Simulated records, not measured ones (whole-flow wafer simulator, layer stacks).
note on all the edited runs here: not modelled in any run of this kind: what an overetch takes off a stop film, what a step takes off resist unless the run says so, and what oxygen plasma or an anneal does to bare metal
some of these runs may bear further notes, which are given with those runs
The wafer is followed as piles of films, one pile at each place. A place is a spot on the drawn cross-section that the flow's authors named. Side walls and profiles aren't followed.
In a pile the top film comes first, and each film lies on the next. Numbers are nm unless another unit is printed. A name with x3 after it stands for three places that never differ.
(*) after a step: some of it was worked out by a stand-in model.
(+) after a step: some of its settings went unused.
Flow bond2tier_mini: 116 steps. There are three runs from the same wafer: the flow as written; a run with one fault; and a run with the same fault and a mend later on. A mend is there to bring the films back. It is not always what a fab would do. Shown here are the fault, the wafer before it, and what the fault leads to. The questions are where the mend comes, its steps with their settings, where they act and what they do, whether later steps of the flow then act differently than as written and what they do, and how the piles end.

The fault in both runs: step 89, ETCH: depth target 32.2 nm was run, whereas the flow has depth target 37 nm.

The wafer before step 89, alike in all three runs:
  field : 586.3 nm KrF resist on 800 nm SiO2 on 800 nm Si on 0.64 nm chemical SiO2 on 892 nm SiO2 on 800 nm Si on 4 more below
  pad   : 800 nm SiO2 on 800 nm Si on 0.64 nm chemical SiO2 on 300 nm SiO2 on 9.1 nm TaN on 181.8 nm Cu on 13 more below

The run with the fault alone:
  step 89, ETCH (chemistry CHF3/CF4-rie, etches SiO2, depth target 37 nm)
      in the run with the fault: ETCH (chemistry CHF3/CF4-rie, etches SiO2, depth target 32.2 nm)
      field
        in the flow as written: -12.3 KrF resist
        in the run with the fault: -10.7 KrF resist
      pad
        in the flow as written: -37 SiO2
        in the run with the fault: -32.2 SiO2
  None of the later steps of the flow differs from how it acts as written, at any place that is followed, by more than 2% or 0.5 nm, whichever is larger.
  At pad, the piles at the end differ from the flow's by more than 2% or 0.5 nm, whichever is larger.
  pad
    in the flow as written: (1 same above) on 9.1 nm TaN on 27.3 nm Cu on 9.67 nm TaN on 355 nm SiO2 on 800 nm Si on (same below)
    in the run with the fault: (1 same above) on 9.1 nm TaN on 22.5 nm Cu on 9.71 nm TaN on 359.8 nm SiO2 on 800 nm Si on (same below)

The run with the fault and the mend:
  The mend follows step 90.
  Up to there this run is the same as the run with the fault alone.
  step 90a, COAT (KrF resist, thickness 600 nm) (*) (the flow's step 84, run once more)
      field
        +586.3 KrF resist (new film)
      pad
        +614.2 KrF resist (new film)
  step 90b, SOFTBAKE (KrF resist) (the flow's step 85, run once more)
      alters no film at any place that is followed
  step 90c, EXPOSE (photomask T3TRIM, NA 0.6) (the flow's step 86, run once more)
      alters no film at any place that is followed
  step 90d, PEB (KrF resist) (the flow's step 87, run once more)
      alters no film at any place that is followed
  step 90e, DEVELOP (developer TMAH-0.26N, 60 s) (the flow's step 88, run once more)
      field
        -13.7 KrF resist
      pad
        -614.2 KrF resist (all of it)
  step 90f, ETCH (chemistry CHF3/CF4-rie, etches SiO2, depth target 4.8 nm) (the flow's step 89, run once more with other settings)
      field
        -1.6 KrF resist
      pad
        -4.8 SiO2
  step 90g, STRIP (chemistry O2, over-ash 100%) (+) (the flow's step 90, run once more)
      field
        -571 KrF resist (all of it)
  None of the later steps of the flow acts differently than as written at any place that is followed.
  By the end, the piles equal the flow's at every place that both follow.
